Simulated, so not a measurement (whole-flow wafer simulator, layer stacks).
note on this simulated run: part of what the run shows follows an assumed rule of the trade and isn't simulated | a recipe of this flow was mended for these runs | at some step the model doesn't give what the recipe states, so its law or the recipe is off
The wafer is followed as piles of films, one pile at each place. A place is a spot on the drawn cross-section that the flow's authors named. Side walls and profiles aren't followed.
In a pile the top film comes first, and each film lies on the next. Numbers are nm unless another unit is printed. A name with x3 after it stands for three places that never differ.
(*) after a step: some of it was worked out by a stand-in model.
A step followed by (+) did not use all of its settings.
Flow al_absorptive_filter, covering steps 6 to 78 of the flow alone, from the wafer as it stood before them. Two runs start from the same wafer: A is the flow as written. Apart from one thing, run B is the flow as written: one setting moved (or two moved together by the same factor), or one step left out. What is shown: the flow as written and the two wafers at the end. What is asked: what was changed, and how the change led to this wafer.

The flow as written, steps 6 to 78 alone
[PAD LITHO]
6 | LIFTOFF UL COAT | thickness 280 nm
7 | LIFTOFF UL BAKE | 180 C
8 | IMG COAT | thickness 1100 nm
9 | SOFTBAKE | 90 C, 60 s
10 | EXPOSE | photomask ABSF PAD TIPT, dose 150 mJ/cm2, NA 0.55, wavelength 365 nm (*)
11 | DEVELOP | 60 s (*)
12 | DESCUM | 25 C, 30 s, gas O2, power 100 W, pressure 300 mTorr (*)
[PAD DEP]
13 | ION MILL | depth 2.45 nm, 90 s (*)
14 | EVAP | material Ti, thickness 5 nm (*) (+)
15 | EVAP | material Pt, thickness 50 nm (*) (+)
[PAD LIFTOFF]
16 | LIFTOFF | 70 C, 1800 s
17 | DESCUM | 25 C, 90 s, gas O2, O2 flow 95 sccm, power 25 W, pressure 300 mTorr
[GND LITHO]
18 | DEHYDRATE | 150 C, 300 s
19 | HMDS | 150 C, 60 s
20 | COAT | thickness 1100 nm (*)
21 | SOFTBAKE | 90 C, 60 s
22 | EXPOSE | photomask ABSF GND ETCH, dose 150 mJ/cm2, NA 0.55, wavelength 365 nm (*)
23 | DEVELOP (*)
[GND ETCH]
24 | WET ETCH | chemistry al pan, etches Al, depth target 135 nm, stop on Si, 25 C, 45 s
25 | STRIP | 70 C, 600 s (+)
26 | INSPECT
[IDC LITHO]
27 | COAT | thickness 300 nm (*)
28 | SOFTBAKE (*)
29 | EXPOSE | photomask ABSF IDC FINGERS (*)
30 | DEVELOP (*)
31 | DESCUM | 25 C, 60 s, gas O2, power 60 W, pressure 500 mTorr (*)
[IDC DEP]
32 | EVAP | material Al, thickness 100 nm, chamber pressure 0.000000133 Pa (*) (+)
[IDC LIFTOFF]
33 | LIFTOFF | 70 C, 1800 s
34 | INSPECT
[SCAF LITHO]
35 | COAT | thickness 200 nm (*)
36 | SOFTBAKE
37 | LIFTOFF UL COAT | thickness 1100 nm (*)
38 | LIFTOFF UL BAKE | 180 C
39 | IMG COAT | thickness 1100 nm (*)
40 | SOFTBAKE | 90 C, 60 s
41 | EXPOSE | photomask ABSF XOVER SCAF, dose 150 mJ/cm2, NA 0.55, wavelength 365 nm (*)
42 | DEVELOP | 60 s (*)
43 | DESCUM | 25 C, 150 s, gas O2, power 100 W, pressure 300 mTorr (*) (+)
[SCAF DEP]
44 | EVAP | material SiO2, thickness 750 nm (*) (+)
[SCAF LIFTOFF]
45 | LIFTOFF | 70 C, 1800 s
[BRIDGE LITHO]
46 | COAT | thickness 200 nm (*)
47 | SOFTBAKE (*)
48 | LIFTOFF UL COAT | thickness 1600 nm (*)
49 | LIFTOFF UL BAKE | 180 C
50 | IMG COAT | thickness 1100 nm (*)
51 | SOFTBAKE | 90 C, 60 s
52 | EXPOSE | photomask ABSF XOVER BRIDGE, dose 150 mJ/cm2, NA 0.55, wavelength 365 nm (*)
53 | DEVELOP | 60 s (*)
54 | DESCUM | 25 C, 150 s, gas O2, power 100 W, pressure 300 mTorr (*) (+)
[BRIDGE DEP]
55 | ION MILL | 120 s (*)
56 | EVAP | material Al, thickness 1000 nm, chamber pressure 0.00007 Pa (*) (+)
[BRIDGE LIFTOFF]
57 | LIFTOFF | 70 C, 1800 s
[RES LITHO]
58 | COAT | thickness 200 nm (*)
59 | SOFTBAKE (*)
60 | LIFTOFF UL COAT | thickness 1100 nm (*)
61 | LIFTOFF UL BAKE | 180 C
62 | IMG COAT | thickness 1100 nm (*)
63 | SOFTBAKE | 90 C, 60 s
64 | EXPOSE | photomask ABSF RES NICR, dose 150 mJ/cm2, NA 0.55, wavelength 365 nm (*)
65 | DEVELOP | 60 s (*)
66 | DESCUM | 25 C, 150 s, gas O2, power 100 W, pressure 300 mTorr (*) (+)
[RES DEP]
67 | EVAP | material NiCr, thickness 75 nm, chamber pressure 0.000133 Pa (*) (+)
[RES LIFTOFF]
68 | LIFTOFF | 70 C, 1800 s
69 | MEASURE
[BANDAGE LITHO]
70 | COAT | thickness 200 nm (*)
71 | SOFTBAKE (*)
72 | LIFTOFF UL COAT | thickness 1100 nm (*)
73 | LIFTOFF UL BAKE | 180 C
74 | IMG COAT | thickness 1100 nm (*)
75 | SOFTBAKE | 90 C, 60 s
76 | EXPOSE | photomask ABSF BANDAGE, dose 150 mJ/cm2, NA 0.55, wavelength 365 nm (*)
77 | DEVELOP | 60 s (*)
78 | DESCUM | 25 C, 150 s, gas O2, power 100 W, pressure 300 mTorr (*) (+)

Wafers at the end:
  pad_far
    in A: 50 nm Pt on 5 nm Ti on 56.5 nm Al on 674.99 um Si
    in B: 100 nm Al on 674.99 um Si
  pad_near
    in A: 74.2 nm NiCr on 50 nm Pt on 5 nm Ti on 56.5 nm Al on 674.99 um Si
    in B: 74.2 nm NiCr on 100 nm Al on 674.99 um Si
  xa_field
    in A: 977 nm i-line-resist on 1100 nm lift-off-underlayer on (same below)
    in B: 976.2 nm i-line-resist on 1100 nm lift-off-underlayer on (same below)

Cause: step 11, DEVELOP: 60 s (*), was skipped.

How this came from the change, step by step:
  12 | DESCUM | 25 C, 30 s, gas O2, power 100 W, pressure 300 mTorr (*)
      pad_far, pad_near: A nothing | B -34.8 i-line-resist
  13 | ION MILL | depth 2.45 nm, 90 s (*)
      pad_far, pad_near: A -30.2 Al | B -19.6 i-line-resist
  16 | LIFTOFF | 70 C, 1800 s
      pad_far, pad_near: A nothing | B -50 Pt (all of it), -5 Ti (all of it), -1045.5 i-line-resist (all of it), -280 lift-off-underlayer (all of it)
  35 | COAT | thickness 200 nm (*)
      ledge: A +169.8 acrylic-e-beam-resist (new film) | B +165.9 acrylic-e-beam-resist (new film)
  45 | LIFTOFF | 70 C, 1800 s
      ledge: A -750 SiO2 (all of it), -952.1 i-line-resist (all of it), -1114 lift-off-underlayer (all of it), -169.8 acrylic-e-beam-resist (all of it) | B -750 SiO2 (all of it), -952.9 i-line-resist (all of it), -1113.8 lift-off-underlayer (all of it), -165.9 acrylic-e-beam-resist (all of it)
  46 | COAT | thickness 200 nm (*)
      ledge: A +169.8 acrylic-e-beam-resist (new film) | B +165.9 acrylic-e-beam-resist (new film)
  57 | LIFTOFF | 70 C, 1800 s
      ledge: A -1000 Al (all of it), -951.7 i-line-resist (all of it), -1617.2 lift-off-underlayer (all of it), -169.8 acrylic-e-beam-resist (all of it) | B -1000 Al (all of it), -952.4 i-line-resist (all of it), -1617.1 lift-off-underlayer (all of it), -165.9 acrylic-e-beam-resist (all of it)
  58 | COAT | thickness 200 nm (*)
      ledge: A +169.8 acrylic-e-beam-resist (new film) | B +165.9 acrylic-e-beam-resist (new film)
  66 | DESCUM | 25 C, 150 s, gas O2, power 100 W, pressure 300 mTorr (*) (+)
      ledge: A -169.8 acrylic-e-beam-resist (all of it) | B -165.9 acrylic-e-beam-resist (all of it)
  70 | COAT | thickness 200 nm (*)
      ledge: A +167 acrylic-e-beam-resist (new film) | B +163.5 acrylic-e-beam-resist (new film)
